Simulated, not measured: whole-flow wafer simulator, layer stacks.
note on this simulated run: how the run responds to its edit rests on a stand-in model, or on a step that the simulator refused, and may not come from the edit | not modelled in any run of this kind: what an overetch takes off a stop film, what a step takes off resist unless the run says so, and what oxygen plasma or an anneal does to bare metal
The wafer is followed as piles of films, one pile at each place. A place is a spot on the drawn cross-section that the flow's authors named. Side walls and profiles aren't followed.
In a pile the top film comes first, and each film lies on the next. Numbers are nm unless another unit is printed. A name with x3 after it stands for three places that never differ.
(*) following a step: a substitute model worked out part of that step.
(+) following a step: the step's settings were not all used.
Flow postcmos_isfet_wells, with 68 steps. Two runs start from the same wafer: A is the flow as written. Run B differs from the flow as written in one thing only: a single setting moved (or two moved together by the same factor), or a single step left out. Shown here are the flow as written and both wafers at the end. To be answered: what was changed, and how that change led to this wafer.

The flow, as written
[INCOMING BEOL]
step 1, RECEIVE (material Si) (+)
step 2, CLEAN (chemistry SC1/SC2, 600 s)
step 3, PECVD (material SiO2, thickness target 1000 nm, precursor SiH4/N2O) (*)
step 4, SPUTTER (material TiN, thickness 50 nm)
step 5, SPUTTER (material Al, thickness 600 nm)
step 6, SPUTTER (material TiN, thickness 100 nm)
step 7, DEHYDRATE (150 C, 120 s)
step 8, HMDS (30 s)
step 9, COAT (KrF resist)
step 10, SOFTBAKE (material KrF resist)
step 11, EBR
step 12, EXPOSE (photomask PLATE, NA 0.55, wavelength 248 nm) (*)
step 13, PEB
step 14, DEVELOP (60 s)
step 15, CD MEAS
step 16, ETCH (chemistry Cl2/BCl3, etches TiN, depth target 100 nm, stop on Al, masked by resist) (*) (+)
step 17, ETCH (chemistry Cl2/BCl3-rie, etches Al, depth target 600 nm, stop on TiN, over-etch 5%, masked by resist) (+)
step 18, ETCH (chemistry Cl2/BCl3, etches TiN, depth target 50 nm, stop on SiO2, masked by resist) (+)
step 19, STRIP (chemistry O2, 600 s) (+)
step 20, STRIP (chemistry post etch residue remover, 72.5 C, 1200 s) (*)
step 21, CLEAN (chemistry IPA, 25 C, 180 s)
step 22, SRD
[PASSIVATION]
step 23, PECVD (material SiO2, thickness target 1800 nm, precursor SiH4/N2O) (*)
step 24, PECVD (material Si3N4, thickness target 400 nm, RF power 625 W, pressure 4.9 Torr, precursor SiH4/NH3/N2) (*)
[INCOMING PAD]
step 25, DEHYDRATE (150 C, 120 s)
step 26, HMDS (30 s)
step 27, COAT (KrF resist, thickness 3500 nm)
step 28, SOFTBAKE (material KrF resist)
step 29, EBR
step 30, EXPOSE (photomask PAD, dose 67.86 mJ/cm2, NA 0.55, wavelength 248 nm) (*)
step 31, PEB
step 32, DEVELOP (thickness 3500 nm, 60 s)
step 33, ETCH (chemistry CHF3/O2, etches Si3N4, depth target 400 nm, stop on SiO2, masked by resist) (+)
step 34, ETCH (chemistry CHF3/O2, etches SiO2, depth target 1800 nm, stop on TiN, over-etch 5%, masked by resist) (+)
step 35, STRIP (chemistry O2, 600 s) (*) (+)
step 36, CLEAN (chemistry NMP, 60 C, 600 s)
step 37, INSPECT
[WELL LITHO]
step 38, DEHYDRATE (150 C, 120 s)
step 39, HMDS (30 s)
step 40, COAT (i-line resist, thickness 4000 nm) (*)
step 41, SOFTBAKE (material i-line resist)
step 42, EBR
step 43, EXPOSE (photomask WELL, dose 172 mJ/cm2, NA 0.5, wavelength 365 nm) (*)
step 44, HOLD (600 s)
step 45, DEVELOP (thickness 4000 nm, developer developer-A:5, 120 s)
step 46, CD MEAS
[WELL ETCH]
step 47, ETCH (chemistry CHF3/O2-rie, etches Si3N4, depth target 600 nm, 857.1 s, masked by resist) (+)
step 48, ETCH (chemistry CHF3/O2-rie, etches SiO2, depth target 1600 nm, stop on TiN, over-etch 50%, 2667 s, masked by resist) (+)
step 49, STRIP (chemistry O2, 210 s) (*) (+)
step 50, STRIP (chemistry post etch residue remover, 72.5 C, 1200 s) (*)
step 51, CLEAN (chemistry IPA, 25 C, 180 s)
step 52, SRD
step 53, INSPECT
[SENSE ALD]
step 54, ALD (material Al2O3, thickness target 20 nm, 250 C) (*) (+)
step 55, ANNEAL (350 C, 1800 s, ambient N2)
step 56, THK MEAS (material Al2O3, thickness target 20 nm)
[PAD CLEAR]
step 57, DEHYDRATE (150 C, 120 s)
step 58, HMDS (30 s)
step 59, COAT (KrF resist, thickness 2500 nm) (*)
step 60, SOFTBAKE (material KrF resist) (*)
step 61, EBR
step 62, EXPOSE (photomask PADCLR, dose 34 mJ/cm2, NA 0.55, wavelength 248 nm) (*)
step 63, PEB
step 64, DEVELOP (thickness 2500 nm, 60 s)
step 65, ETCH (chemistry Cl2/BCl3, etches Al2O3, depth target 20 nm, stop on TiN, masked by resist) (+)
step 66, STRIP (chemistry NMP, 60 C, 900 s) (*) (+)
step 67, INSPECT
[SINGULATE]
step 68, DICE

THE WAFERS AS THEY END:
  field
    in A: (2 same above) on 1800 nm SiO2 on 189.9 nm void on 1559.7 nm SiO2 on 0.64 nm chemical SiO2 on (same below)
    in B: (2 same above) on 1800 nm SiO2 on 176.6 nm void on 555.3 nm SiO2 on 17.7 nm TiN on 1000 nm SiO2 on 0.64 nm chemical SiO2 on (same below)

Cause: step 18, ETCH: depth target 31.86 nm was run, while the flow as written has depth target 50 nm.

The path from the change to this, step by step:
  step 18, ETCH (chemistry Cl2/BCl3, etches TiN, depth target 50 nm, stop on SiO2, masked by resist) (+)
      field: A TiN loses 50 (all of it) | B TiN loses 31.9
      margin, well900, well1300 x3, pad_rim, pad_clr, pad_open: A KrF resist loses 20 | B KrF resist loses 12.7
  step 23, PECVD (material SiO2, thickness target 1800 nm, precursor SiH4/N2O) (*)
      field: A SiO2 gains 1800 (new film), void gains 189.9 (new film), SiO2 gains 559.7 | B SiO2 gains 1800 (new film), void gains 176.6 (new film), SiO2 gains 555.3 (new film)
If metal films that touch count as one body, field has 1 body; the flow as written gives 0 bodies.
